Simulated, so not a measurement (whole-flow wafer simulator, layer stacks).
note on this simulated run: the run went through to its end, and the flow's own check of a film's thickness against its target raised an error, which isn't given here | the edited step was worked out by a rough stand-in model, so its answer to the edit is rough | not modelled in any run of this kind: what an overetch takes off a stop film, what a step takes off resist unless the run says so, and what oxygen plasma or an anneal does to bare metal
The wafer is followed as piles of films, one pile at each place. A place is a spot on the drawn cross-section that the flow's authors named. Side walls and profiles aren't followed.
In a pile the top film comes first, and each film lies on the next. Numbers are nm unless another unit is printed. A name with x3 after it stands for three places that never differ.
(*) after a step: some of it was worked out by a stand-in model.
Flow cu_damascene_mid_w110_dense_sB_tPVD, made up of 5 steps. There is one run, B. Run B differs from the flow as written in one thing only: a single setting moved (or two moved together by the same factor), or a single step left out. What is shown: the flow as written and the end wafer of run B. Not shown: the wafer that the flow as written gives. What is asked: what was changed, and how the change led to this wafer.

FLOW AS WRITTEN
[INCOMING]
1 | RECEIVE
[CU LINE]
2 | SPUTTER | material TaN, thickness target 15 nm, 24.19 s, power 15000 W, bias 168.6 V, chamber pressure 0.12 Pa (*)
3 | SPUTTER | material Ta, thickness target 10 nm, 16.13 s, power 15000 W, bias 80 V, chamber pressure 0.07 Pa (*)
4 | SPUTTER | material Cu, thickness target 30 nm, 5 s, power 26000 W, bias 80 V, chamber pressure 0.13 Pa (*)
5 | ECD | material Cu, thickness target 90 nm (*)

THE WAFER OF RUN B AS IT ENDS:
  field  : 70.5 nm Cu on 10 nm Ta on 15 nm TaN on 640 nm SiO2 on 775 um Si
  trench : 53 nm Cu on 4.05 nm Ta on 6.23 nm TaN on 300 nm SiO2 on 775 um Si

The reason: step 5, ECD: thickness target 40.5 nm was run, whereas the flow has thickness target 90 nm.

Step by step, how the change led to this:
  5 | ECD | material Cu, thickness target 90 nm (*)
      field: +40.5 Cu (in the flow as written it would be: +90 Cu)
      trench: +40.5 Cu (in the flow as written it would be: +462.2 Cu)
